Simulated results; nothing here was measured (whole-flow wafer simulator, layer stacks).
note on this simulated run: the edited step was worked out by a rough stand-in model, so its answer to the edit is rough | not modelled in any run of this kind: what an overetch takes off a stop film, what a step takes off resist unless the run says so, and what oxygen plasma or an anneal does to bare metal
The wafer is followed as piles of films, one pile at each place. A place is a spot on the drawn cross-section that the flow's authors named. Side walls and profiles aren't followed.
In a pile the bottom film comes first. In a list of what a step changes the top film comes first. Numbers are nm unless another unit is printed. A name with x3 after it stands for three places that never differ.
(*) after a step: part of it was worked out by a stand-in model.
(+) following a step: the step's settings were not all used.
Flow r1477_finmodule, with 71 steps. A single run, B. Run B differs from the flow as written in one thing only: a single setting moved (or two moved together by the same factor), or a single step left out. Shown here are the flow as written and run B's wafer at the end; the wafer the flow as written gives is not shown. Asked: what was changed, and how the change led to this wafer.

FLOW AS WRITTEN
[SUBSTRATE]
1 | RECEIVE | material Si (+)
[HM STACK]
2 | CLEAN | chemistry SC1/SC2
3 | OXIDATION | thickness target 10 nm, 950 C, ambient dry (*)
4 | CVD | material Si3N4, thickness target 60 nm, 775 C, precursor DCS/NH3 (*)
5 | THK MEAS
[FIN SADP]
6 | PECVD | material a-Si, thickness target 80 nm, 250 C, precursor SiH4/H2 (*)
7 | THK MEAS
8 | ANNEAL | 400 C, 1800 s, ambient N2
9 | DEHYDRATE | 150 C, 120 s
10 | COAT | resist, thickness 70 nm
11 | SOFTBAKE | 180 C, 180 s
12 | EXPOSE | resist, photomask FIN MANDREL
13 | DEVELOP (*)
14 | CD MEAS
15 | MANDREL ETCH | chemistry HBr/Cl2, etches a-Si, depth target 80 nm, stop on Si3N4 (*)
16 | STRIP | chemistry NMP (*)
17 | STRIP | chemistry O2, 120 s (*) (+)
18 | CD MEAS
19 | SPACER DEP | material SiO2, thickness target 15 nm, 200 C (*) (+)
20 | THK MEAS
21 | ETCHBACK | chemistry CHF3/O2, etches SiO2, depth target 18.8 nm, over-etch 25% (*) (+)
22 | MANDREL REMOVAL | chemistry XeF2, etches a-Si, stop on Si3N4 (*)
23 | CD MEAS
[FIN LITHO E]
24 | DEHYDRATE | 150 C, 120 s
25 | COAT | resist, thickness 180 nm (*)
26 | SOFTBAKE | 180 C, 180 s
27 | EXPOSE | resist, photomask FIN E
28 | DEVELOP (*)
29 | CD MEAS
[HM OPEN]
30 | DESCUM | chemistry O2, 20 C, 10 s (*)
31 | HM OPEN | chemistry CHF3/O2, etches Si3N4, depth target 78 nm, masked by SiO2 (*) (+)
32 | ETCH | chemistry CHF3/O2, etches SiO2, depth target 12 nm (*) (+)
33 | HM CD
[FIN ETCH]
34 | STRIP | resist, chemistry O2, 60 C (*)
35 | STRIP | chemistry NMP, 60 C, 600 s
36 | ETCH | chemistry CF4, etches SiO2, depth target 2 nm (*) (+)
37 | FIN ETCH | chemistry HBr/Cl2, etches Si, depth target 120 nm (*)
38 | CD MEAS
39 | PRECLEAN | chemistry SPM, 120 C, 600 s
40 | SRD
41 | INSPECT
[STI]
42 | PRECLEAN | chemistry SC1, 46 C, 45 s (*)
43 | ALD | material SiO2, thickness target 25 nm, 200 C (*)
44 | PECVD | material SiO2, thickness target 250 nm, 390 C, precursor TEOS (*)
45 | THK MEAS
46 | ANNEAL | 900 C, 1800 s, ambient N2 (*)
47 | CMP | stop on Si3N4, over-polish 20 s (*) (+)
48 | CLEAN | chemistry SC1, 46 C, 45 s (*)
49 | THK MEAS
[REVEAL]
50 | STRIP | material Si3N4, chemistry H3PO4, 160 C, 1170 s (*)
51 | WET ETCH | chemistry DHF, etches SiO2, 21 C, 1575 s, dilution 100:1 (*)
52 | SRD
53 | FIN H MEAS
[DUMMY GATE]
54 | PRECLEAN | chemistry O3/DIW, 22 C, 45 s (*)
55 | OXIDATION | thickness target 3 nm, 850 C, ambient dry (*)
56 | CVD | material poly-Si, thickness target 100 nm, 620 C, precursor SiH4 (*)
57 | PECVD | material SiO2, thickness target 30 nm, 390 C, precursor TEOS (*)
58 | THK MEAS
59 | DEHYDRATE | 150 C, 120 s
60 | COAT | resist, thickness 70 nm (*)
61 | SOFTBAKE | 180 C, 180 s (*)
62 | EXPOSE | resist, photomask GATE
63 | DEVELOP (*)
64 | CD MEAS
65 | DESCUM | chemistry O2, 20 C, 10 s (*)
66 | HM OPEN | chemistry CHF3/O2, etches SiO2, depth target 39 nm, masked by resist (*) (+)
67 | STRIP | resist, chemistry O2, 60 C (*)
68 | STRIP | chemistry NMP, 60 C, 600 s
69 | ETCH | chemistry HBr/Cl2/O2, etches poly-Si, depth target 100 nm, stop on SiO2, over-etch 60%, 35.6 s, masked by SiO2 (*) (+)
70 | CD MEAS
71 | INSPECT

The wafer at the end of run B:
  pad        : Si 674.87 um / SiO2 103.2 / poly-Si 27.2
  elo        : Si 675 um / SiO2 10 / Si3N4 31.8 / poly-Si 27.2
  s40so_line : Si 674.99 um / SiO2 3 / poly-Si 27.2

Cause: step 69, ETCH: depth target 44 nm was run, while the flow as written has depth target 100 nm; step 69, ETCH: 15.7 s was run, where the flow has 35.6 s.

Step by step, how the change led to this:
  69 | ETCH | chemistry HBr/Cl2/O2, etches poly-Si, depth target 100 nm, stop on SiO2, over-etch 60%, 35.6 s, masked by SiO2 (*) (+)
      pad, eso, e40so and 8 more: -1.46 chemical SiO2 (all of it), -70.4 poly-Si (it would be, as written: -1.46 chemical SiO2 (all of it), -97.6 poly-Si (all of it), -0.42 SiO2)
      elo, e40lo, e100lo, e200lo: -1.46 chemical SiO2 (all of it), -70.4 poly-Si (it would be, as written: -1.46 chemical SiO2 (all of it), -97.6 poly-Si (all of it), -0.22 Si3N4)
      (and at 21 other places as well)
